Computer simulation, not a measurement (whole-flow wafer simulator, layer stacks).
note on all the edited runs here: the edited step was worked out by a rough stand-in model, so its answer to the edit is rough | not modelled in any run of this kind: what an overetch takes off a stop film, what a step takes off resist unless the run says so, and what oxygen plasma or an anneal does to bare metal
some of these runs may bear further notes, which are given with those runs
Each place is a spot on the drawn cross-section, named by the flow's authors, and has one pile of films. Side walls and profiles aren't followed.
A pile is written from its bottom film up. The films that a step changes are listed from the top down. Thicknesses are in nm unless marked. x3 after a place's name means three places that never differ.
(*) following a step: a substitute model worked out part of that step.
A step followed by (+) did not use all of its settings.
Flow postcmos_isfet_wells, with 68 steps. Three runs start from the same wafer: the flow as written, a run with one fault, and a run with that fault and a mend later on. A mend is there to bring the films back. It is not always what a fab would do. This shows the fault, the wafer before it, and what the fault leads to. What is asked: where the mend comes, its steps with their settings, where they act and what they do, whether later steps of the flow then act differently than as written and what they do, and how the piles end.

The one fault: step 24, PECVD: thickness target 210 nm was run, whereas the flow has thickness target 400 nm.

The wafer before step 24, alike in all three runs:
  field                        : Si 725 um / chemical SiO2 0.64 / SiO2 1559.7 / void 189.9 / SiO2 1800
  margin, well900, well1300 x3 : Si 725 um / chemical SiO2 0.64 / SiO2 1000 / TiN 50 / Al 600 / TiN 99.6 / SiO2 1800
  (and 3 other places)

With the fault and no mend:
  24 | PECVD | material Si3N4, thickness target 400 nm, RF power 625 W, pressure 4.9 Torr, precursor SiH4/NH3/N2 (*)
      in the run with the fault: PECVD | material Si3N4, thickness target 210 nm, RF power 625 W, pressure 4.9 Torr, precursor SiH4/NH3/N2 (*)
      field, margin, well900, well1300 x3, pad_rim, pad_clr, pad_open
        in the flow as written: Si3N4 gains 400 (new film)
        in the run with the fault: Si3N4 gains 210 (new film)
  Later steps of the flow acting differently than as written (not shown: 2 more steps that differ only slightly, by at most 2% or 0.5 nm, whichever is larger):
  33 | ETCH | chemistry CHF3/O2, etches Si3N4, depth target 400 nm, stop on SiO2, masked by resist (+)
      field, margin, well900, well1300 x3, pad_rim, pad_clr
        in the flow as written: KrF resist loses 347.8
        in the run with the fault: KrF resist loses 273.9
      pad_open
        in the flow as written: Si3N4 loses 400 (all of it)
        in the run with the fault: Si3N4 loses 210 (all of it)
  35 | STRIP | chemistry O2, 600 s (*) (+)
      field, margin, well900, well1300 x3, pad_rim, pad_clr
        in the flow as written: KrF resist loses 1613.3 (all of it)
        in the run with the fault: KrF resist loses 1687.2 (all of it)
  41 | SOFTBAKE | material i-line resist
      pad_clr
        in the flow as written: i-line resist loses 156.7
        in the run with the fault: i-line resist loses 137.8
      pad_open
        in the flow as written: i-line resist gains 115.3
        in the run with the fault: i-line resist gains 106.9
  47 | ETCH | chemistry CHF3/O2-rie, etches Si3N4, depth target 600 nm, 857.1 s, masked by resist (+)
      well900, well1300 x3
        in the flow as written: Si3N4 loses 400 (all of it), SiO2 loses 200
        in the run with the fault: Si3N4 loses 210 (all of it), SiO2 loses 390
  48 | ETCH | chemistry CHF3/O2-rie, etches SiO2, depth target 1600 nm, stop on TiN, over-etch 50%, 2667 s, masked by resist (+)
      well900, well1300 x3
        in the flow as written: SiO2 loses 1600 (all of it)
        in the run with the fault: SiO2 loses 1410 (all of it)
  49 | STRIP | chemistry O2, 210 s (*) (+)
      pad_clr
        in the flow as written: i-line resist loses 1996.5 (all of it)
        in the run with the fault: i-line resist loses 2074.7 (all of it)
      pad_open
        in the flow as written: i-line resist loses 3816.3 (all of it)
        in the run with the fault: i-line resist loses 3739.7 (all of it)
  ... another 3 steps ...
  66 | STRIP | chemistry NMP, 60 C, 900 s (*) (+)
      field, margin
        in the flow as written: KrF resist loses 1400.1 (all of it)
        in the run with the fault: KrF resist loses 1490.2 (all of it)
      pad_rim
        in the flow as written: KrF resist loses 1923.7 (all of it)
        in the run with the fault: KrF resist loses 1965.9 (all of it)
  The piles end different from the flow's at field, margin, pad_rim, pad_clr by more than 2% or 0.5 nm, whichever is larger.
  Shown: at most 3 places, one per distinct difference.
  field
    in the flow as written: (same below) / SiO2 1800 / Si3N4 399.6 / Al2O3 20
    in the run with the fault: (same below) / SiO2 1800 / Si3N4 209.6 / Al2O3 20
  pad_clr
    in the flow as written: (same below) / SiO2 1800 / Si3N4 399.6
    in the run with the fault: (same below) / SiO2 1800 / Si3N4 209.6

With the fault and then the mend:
  The mend stands after step 24.
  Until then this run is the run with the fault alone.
  24a | PECVD | material Si3N4, thickness target 190 nm, RF power 625 W, pressure 4.9 Torr, precursor SiH4/NH3/N2 (*) (a further turn of the flow's step 24, with different settings)
      field, margin, well900, well1300 x3, pad_rim, pad_clr, pad_open
        Si3N4 gains 190
  Later steps of the flow that are run all act as written at every place that is followed.
  By the end, the piles equal the flow's at every place that both follow.
